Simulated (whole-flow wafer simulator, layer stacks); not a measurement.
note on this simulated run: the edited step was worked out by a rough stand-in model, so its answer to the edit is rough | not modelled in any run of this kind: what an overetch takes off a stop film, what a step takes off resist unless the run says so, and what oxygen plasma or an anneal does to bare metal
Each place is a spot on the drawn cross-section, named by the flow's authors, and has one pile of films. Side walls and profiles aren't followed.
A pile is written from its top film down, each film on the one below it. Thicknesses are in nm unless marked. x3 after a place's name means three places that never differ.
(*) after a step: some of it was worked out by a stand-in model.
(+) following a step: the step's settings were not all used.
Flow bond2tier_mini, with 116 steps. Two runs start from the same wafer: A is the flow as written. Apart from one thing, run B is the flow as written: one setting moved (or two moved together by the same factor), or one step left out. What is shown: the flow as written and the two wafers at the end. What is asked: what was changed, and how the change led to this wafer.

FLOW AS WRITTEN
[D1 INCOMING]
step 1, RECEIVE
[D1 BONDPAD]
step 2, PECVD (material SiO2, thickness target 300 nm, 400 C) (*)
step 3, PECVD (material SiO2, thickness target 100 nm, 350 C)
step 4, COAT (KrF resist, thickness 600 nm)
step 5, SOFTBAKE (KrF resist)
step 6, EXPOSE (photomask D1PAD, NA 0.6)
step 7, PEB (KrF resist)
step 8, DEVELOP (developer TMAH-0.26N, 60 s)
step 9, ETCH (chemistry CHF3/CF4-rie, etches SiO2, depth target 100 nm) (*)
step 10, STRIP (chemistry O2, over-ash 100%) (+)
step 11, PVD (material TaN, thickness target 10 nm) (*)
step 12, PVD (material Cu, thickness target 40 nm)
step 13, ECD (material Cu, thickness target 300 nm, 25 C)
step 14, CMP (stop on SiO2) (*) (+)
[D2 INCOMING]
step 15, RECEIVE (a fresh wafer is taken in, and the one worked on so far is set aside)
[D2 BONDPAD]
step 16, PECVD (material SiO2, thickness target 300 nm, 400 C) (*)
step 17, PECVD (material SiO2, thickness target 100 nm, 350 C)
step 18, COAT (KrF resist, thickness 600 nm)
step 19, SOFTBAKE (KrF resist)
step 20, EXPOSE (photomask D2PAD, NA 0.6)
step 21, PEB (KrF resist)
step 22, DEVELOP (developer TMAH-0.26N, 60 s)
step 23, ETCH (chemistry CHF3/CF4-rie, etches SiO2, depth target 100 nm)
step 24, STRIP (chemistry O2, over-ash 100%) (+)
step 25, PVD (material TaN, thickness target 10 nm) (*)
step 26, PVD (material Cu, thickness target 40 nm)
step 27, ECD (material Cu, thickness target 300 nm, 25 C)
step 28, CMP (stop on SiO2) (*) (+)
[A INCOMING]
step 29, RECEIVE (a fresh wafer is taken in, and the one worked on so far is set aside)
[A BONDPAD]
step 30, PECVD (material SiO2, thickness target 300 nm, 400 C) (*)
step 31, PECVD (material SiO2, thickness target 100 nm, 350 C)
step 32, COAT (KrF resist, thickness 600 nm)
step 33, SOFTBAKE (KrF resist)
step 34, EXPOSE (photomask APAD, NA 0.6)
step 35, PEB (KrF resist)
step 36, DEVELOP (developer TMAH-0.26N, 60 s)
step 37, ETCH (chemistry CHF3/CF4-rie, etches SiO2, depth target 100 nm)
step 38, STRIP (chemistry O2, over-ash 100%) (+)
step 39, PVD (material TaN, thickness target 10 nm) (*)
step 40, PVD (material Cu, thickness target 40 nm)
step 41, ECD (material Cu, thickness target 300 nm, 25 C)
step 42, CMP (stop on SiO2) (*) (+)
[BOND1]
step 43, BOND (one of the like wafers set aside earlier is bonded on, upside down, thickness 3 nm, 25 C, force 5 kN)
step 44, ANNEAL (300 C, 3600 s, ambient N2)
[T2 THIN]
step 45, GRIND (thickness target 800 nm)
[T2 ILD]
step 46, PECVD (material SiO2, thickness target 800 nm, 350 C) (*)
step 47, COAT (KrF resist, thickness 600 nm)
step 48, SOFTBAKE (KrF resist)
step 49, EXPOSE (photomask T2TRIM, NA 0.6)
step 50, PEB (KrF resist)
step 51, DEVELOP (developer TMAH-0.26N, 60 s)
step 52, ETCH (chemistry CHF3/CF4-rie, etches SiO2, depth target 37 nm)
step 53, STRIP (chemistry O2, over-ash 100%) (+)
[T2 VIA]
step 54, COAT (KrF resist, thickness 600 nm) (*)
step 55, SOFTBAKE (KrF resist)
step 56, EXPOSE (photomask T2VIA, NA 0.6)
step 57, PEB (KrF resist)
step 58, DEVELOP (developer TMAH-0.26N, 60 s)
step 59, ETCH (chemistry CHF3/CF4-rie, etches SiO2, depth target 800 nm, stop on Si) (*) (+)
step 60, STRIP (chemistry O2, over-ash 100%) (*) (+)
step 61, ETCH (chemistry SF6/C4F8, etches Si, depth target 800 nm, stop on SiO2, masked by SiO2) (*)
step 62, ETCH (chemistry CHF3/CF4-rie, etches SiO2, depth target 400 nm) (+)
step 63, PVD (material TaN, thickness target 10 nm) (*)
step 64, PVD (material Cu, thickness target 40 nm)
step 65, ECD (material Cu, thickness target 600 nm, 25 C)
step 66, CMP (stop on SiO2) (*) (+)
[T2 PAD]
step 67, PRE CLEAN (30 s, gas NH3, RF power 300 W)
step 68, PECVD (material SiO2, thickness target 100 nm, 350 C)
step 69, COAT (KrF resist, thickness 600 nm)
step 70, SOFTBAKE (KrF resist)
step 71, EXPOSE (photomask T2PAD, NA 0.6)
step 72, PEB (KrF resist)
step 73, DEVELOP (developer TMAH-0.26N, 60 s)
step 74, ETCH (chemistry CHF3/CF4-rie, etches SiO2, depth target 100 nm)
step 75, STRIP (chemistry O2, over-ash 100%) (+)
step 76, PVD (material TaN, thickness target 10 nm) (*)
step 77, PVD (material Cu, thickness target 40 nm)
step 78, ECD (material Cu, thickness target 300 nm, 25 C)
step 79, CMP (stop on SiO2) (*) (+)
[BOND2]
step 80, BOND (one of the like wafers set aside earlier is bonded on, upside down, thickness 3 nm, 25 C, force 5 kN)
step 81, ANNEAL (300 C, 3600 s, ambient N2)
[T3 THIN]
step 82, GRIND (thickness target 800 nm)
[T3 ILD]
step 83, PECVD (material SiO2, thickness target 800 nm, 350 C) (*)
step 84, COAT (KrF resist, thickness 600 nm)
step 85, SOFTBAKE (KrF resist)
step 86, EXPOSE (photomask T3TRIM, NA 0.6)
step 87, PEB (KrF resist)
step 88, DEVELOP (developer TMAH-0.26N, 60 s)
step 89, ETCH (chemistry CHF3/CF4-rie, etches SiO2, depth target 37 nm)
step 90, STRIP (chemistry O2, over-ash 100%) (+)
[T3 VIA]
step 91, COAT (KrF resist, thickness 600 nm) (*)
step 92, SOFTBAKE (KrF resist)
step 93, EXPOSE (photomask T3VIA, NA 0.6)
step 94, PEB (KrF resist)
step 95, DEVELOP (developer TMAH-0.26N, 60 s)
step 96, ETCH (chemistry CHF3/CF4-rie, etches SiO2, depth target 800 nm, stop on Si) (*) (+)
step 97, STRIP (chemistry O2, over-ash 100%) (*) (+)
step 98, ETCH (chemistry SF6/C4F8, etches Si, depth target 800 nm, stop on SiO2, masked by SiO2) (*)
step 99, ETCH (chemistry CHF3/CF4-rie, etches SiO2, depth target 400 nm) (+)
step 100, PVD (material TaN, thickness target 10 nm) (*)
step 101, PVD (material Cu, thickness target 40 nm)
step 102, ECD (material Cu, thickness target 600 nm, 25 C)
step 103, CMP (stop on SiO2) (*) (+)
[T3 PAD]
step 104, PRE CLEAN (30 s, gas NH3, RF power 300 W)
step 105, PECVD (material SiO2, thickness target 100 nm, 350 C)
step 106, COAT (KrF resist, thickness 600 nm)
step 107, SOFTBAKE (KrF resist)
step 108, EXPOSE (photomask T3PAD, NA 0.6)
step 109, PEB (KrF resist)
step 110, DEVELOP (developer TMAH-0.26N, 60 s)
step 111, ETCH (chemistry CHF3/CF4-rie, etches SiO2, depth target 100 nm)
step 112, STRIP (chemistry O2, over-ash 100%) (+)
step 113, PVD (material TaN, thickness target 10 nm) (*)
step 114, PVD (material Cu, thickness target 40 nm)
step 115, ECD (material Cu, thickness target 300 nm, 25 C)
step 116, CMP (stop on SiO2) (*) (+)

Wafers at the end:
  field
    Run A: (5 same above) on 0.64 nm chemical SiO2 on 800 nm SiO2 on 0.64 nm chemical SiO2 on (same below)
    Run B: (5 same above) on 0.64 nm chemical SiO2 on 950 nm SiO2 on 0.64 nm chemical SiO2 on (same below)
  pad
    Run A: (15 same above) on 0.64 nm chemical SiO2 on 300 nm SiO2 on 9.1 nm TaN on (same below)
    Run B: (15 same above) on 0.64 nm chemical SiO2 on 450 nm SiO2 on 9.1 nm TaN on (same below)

The reason: step 2, PECVD: thickness target 450 nm was run, while the flow as written has thickness target 300 nm.
The wafer lets one read it off: pad has SiO2 450, and step 2 as written asks for 300 nm.

How this came from the change, step by step:
  step 2, PECVD (material SiO2, thickness target 300 nm, 400 C) (*)
      field, pad, via: A SiO2 gains 300 (new film) | B SiO2 gains 450 (new film)
  step 43, BOND (one of the like wafers set aside earlier is bonded on, upside down, thickness 3 nm, 25 C, force 5 kN)
      field: A Si gains 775 um (new film), chemical SiO2 gains 0.64 (new film), SiO2 gains 400 | B Si gains 775 um (new film), chemical SiO2 gains 0.64 (new film), SiO2 gains 550
      pad: A Si gains 775 um (new film), chemical SiO2 gains 0.64 (new film), SiO2 gains 300 (new film), TaN gains 9.1 (new film), Cu gains 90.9 | B Si gains 775 um (new film), chemical SiO2 gains 0.64 (new film), SiO2 gains 450 (new film), TaN gains 9.1 (new film), Cu gains 90.9
      (and at 1 other place as well)
